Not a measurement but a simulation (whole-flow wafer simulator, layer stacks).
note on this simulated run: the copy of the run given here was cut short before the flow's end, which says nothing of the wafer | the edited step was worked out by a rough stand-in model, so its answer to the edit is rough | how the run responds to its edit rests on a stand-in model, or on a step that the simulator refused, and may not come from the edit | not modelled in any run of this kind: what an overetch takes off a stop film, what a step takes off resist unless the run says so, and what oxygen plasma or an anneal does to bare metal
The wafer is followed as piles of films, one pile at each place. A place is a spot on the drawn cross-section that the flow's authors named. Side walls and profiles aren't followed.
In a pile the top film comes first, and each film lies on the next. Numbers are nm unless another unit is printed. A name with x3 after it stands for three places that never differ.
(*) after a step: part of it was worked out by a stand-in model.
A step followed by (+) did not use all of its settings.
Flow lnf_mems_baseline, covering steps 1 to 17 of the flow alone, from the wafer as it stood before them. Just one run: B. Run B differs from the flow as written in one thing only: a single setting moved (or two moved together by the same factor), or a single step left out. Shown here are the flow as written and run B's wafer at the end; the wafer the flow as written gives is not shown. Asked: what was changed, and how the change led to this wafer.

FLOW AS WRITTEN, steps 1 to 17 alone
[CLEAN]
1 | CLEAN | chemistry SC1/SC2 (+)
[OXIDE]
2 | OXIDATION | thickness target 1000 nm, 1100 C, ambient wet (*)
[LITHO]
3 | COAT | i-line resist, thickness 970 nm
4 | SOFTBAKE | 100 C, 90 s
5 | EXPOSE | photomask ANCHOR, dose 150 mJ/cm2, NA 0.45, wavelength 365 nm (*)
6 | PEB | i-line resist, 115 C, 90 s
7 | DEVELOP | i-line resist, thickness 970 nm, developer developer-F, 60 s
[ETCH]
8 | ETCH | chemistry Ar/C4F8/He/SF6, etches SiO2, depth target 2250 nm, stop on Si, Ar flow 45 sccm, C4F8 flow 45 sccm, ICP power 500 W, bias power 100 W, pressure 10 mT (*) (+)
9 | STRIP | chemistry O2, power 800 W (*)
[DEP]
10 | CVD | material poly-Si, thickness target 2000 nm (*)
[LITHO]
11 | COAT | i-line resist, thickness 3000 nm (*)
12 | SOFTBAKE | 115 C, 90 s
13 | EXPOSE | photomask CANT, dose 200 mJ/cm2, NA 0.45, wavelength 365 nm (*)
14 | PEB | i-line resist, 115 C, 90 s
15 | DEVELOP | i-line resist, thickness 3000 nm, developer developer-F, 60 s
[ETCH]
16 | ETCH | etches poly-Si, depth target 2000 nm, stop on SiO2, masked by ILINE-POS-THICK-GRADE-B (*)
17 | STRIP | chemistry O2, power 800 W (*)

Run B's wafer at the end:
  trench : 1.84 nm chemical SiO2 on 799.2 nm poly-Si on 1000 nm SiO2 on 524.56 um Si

The reason: step 16, ETCH: depth target 1200 nm was run, while the flow as written has depth target 2000 nm.

Step by step, how the change led to this:
  16 | ETCH | etches poly-Si, depth target 2000 nm, stop on SiO2, masked by ILINE-POS-THICK-GRADE-B (*)
      trench, char_slit: -1200 poly-Si (as written it would have been: -2000 poly-Si (all of it))
      field, anchor, beam: -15 i-line resist (as written it would have been: -25 i-line resist)
  17 | STRIP | chemistry O2, power 800 W (*)
      trench, char_slit: +1.84 chemical SiO2 (new film), -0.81 poly-Si (as written it would have been: nothing)
